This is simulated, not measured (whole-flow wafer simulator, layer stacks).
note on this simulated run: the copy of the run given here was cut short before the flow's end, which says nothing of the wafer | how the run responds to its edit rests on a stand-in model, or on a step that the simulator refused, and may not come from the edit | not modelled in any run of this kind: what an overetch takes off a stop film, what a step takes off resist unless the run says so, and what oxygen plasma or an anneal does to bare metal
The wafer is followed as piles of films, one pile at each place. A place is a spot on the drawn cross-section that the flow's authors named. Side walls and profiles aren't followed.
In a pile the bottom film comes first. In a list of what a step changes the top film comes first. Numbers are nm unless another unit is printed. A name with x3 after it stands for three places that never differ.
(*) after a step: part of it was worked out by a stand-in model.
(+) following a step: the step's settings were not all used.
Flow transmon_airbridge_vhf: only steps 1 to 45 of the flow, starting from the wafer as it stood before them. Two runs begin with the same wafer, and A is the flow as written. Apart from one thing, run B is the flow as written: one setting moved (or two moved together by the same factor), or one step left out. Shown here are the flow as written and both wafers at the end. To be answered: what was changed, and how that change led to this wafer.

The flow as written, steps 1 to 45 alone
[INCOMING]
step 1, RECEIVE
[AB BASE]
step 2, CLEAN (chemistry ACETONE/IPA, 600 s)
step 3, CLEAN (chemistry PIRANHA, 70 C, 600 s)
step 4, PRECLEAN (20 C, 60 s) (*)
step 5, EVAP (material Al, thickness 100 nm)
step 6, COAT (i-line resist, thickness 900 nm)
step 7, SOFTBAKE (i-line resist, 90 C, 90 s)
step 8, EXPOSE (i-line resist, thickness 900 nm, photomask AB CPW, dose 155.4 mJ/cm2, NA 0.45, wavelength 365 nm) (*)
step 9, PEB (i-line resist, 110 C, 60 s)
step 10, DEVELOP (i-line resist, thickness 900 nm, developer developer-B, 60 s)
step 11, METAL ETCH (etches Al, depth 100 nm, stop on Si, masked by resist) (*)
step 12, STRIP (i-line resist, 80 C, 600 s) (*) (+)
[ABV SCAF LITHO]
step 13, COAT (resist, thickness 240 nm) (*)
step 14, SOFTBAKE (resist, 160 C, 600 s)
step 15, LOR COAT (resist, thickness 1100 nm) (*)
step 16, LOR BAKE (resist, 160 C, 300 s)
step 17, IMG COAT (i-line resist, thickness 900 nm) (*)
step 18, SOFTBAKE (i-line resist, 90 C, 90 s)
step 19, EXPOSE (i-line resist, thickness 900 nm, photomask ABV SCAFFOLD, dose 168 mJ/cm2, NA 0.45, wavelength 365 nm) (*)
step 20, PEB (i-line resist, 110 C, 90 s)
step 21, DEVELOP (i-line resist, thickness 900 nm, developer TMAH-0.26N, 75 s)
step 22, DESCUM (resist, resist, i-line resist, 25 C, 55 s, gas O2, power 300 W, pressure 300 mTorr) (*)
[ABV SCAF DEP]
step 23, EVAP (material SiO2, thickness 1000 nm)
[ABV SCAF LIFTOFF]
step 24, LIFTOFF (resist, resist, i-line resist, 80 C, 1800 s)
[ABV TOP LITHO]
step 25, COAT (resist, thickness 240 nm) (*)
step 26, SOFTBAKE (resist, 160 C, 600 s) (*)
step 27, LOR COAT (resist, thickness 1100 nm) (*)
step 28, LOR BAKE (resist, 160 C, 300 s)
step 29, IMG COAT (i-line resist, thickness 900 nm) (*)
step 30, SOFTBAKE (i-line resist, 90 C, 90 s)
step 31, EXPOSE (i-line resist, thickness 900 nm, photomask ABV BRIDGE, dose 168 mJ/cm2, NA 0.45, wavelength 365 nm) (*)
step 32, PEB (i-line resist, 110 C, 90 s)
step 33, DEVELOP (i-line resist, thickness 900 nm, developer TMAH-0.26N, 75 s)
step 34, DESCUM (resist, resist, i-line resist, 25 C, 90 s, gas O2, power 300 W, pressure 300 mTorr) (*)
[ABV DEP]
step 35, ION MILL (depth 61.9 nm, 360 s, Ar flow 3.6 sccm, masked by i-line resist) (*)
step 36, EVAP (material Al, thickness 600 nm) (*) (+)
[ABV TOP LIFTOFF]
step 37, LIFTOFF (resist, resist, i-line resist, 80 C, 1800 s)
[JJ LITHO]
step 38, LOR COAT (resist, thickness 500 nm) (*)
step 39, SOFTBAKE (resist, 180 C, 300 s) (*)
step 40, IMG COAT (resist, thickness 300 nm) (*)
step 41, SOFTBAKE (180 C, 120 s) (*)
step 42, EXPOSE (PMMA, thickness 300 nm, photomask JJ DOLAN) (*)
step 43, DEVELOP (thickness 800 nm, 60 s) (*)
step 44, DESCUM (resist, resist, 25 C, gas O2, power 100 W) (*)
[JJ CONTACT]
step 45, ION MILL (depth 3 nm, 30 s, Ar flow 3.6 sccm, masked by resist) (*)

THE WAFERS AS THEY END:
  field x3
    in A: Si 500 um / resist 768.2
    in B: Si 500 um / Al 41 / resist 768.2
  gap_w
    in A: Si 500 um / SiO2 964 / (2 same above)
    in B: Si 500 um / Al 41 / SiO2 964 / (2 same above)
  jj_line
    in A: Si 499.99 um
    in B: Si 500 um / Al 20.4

The reason: step 5, EVAP: thickness 141 nm was run, while the flow as written has thickness 100 nm.

The path from the change to this, step by step:
  step 5, EVAP (material Al, thickness 100 nm)
      field x3, jj_line, ground_far and 12 more: A Al gains 100 (new film) | B Al gains 141 (new film)
  step 11, METAL ETCH (etches Al, depth 100 nm, stop on Si, masked by resist) (*)
      field x3, jj_line, gap_w, gap_e: A Al loses 100 (all of it) | B Al loses 100
  step 45, ION MILL (depth 3 nm, 30 s, Ar flow 3.6 sccm, masked by resist) (*)
      jj_line: A Si loses 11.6 | B Al loses 20.6
If metal films that touch count as one body, field x3 has 1 body; the flow as written gives 0 bodies.
If metal films that touch count as one body, gap_w has 2 bodies (between them, from the top down: SiO2 964); the flow as written gives 1 body.
If metal films that touch count as one body, jj_line has 1 body; the flow as written gives 0 bodies.
